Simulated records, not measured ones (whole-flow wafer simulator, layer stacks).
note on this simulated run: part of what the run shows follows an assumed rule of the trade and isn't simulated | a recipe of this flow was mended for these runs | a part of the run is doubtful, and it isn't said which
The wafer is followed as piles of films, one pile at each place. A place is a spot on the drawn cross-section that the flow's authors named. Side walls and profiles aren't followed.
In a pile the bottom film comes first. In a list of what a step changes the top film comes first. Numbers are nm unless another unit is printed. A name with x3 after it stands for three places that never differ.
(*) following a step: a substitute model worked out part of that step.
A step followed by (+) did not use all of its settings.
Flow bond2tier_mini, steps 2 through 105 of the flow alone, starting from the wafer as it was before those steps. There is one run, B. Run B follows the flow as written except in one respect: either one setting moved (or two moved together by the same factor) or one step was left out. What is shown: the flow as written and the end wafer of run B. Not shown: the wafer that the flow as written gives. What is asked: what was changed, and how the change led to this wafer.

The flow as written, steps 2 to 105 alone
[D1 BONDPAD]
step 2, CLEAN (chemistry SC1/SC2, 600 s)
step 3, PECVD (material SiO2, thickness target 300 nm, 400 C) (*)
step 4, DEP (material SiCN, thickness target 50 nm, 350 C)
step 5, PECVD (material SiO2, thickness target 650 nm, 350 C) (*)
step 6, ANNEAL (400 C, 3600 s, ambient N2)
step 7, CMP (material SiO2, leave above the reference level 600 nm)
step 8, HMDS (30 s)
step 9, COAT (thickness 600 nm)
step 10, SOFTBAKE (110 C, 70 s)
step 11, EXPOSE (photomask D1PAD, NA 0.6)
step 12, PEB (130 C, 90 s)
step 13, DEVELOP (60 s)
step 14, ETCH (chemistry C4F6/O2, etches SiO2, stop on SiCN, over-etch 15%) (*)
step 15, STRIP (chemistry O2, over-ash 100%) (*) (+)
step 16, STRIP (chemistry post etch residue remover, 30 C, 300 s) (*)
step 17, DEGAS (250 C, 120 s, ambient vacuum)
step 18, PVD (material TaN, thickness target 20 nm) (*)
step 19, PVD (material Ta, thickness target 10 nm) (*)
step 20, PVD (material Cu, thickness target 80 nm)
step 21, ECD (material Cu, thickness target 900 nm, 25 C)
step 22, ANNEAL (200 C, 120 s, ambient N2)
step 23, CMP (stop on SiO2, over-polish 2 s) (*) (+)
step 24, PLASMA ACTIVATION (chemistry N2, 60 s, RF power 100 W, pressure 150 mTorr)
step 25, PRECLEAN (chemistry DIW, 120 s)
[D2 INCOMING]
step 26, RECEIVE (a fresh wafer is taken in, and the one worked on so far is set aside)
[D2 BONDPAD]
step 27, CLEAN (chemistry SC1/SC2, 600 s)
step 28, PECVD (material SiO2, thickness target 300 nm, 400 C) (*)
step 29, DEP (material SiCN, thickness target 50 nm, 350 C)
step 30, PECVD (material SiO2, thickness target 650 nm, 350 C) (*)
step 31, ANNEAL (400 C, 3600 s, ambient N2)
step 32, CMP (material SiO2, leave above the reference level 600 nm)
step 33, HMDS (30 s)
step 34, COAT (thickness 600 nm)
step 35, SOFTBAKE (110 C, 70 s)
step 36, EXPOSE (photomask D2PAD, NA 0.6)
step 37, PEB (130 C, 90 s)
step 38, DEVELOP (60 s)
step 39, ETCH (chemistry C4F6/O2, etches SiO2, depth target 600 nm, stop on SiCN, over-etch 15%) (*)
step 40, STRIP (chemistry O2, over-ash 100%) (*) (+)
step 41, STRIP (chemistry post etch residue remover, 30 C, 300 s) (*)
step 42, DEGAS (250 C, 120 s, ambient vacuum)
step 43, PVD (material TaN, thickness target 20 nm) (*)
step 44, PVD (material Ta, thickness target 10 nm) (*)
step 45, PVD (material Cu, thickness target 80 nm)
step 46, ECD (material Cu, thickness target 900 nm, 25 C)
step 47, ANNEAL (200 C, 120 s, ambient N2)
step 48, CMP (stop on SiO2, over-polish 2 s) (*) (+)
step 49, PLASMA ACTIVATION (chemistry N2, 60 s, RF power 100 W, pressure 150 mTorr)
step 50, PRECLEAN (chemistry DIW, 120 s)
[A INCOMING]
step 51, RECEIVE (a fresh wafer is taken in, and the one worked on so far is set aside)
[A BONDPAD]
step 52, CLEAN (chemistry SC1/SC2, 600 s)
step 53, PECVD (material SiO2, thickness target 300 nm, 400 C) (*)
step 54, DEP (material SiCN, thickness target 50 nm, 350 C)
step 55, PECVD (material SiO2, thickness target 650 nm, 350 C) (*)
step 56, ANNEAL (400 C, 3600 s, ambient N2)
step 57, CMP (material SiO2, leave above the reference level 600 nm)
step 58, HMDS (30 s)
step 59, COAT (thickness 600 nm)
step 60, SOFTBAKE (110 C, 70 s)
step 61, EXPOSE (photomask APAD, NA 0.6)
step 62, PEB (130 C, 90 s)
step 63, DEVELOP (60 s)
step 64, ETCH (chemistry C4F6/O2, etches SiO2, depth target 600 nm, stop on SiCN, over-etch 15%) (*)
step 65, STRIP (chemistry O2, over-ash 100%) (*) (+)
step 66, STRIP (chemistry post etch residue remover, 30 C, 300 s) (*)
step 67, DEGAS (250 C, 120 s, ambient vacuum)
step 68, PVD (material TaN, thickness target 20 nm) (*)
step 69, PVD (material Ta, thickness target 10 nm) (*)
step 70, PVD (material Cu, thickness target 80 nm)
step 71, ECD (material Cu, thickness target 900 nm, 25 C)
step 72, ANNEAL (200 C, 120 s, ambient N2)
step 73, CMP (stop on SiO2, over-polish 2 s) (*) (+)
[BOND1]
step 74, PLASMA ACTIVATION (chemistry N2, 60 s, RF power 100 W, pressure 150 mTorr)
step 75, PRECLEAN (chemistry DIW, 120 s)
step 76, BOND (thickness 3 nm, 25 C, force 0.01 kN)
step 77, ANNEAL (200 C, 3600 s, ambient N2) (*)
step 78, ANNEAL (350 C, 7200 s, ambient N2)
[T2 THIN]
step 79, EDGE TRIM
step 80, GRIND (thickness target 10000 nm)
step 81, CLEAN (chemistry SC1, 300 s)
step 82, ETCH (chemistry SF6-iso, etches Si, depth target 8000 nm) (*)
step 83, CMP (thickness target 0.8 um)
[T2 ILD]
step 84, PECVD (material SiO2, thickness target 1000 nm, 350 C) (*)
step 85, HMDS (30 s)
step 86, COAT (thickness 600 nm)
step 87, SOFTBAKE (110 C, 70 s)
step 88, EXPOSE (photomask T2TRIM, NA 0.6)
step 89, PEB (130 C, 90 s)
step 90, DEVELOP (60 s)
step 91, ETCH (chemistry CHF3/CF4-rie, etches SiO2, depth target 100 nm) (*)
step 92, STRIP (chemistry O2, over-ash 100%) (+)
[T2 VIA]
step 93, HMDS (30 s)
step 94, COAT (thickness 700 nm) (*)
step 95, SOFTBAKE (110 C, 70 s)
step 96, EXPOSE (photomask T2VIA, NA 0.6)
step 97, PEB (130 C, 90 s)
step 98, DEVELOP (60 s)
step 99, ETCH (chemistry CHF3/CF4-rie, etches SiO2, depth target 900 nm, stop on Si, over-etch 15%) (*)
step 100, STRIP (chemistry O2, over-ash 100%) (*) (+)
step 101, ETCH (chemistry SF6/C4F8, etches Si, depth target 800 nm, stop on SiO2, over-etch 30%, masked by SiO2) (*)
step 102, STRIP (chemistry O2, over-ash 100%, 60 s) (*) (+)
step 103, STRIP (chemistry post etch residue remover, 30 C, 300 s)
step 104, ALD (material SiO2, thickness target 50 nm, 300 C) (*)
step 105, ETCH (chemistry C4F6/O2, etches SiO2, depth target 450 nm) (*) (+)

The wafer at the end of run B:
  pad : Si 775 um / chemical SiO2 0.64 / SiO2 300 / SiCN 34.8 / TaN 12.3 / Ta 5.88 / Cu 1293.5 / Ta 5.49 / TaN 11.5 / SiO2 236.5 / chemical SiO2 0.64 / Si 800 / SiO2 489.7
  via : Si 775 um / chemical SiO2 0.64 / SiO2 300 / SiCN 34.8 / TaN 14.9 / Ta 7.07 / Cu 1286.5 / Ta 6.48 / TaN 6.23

The reason: step 14, ETCH: over-etch 60% was run, though the flow has over-etch 15%.

How this came from the change, step by step:
  step 14, ETCH (chemistry C4F6/O2, etches SiO2, stop on SiCN, over-etch 15%) (*)
      pad, via: -600 SiO2 (all of it), -50 SiCN (all of it), -63.5 SiO2 (it would be, as written: -600 SiO2 (all of it), -15.2 SiCN)
      field: -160 thick-KrF-resist (it would be, as written: -115 thick-KrF-resist)
  step 15, STRIP (chemistry O2, over-ash 100%) (*) (+)
      field: -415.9 thick-KrF-resist (all of it) (it would be, as written: -460.9 thick-KrF-resist (all of it))
  step 18, PVD (material TaN, thickness target 20 nm) (*)
      pad: +11.5 TaN (new film) (it would be, as written: +12.3 TaN (new film))
      via: +13.7 TaN (new film) (it would be, as written: +14.9 TaN (new film))
  step 19, PVD (material Ta, thickness target 10 nm) (*)
      via: +6.48 Ta (new film) (it would be, as written: +7.07 Ta (new film))
  step 20, PVD (material Cu, thickness target 80 nm)
      pad: +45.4 Cu (new film) (it would be, as written: +48.4 Cu (new film))
      via: +54.4 Cu (new film) (it would be, as written: +59 Cu (new film))
  step 21, ECD (material Cu, thickness target 900 nm, 25 C)
      pad: +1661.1 Cu (it would be, as written: +1558.7 Cu)
      via: +1648.9 Cu (it would be, as written: +1544.3 Cu)
  step 76, BOND (thickness 3 nm, 25 C, force 0.01 kN)
      pad: +775 um Si (new film), +0.64 chemical SiO2 (new film), +236.5 SiO2 (new film), +11.5 TaN (new film), +5.49 Ta (new film), +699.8 Cu (it would be, as written: +775 um Si (new film), +0.64 chemical SiO2 (new film), +300 SiO2 (new film), +34.8 SiCN (new film), +12.3 TaN (new film), +5.88 Ta (new film), +600.4 Cu)
      via: +775 um Si (new film), +0.64 chemical SiO2 (new film), +236.5 SiO2 (new film), +13.7 TaN (new film), +6.48 Ta (new film), +696.6 Cu (it would be, as written: +775 um Si (new film), +0.64 chemical SiO2 (new film), +300 SiO2 (new film), +34.8 SiCN (new film), +14.9 TaN (new film), +7.07 Ta (new film), +596.6 Cu)
  step 105, ETCH (chemistry C4F6/O2, etches SiO2, depth target 450 nm) (*) (+)
      via: -284.6 SiO2 (all of it), -7.52 TaN (it would be, as written: -348.1 SiO2 (all of it), -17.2 SiCN)
